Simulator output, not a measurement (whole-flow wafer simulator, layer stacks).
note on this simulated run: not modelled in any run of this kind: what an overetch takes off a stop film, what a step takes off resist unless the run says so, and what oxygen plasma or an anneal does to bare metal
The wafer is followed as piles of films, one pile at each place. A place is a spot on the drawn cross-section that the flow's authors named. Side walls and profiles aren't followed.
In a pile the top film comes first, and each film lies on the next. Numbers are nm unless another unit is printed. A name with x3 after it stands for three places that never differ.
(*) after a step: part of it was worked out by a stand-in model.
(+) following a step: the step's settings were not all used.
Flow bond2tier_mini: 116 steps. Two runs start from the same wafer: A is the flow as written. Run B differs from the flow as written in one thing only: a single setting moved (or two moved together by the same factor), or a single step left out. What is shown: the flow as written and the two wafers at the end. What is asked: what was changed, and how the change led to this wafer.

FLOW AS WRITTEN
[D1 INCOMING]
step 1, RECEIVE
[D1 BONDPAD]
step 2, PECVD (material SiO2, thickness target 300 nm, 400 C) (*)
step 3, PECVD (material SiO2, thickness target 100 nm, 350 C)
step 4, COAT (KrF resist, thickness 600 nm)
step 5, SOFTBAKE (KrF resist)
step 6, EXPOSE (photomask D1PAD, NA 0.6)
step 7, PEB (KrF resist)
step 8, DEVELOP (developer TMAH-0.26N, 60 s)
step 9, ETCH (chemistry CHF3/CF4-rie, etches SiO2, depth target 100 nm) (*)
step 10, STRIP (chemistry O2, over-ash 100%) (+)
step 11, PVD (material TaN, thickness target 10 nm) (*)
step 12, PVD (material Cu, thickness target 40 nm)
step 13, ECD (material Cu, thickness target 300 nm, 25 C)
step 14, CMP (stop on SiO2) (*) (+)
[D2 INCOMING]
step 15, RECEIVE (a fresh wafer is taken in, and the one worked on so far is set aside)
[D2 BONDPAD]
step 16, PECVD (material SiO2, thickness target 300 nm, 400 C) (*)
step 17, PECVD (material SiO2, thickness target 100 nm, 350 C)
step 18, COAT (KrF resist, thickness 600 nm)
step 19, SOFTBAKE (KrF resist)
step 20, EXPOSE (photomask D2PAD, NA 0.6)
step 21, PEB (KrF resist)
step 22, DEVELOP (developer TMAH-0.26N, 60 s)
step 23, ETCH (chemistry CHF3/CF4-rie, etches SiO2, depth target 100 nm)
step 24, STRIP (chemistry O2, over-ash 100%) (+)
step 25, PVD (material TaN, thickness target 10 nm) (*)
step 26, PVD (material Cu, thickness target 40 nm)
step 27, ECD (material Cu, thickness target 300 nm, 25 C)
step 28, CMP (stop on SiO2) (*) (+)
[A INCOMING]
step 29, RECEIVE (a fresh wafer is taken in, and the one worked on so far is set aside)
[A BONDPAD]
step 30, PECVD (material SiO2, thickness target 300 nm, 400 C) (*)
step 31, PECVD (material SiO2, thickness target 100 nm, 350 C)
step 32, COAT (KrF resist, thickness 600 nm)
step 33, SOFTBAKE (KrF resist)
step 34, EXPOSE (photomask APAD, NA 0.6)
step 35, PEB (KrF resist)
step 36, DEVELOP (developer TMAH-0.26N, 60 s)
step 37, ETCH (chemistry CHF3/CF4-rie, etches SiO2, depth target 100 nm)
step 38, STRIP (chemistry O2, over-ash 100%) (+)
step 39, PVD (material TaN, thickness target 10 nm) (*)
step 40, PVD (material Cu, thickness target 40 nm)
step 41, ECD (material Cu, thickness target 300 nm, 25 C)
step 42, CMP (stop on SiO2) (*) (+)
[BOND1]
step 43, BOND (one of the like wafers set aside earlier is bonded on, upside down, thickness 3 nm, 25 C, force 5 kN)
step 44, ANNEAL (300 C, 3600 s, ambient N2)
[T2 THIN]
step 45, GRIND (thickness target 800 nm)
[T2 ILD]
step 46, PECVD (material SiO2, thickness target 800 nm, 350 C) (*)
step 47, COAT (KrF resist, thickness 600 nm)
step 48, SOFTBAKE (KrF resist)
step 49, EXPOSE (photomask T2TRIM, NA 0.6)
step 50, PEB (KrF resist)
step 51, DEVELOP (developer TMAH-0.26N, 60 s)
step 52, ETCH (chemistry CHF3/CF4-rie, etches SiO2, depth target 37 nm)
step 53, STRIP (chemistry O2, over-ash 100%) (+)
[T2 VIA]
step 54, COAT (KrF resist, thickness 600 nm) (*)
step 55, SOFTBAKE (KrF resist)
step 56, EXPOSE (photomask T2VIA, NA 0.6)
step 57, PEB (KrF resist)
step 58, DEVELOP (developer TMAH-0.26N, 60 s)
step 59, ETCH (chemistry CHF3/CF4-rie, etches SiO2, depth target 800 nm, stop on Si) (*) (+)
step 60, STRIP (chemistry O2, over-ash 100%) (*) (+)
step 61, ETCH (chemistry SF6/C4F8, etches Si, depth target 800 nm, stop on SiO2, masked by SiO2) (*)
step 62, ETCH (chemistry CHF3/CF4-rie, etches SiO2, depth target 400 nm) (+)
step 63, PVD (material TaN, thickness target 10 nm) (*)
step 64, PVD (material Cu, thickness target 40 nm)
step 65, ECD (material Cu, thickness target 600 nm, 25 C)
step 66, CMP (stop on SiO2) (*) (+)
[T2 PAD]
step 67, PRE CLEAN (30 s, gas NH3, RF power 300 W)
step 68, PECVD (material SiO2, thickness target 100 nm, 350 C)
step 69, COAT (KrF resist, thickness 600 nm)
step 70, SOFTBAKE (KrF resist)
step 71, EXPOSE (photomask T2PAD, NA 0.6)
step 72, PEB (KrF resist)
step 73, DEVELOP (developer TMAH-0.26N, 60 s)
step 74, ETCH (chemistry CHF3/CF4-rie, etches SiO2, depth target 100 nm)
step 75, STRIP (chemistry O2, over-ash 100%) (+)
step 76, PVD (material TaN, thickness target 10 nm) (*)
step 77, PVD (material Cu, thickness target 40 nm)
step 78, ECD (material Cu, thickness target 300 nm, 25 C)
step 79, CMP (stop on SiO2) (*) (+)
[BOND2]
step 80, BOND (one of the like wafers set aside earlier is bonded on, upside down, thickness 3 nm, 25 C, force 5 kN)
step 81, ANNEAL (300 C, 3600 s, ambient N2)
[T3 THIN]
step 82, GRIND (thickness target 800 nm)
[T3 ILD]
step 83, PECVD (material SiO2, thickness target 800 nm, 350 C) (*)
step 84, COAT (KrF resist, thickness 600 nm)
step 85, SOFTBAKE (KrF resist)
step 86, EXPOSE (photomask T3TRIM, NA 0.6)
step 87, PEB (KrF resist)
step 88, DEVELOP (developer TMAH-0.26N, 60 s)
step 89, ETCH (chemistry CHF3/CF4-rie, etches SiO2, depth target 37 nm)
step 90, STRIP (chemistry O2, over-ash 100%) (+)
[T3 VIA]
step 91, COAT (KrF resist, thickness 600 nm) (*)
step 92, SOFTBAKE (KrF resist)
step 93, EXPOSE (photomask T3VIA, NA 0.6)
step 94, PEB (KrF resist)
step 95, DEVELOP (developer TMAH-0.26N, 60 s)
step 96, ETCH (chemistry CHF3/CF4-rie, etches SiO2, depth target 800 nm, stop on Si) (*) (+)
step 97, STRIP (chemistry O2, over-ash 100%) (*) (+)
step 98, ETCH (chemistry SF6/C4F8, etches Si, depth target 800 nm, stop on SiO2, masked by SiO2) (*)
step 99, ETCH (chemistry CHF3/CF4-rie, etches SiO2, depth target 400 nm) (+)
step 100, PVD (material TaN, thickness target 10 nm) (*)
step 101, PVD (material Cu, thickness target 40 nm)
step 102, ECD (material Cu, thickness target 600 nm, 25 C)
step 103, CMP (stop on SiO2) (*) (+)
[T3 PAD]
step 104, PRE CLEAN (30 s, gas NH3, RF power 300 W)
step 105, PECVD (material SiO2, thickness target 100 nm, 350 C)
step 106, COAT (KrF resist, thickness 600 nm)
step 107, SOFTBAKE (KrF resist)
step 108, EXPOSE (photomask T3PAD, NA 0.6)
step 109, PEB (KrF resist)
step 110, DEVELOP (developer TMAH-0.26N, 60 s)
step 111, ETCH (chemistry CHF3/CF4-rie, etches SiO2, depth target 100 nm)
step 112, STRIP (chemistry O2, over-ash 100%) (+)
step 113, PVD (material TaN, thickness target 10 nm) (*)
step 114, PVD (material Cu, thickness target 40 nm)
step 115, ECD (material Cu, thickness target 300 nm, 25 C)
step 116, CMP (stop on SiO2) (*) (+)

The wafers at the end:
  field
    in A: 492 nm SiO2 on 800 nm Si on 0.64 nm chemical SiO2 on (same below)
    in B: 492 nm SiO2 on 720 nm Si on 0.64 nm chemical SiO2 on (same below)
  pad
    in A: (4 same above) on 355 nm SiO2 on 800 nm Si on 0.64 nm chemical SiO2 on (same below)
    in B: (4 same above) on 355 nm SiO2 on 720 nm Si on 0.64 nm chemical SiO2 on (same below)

What caused this: step 82, GRIND: thickness target 720 nm was run, whereas the flow has thickness target 800 nm.
One can read it off the wafer: field has Si 720, and step 82 as written asks for 800 nm.

Step by step, how the change led to this:
  step 82, GRIND (thickness target 800 nm)
      field, pad: A Si loses 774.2 um | B Si loses 774.28 um
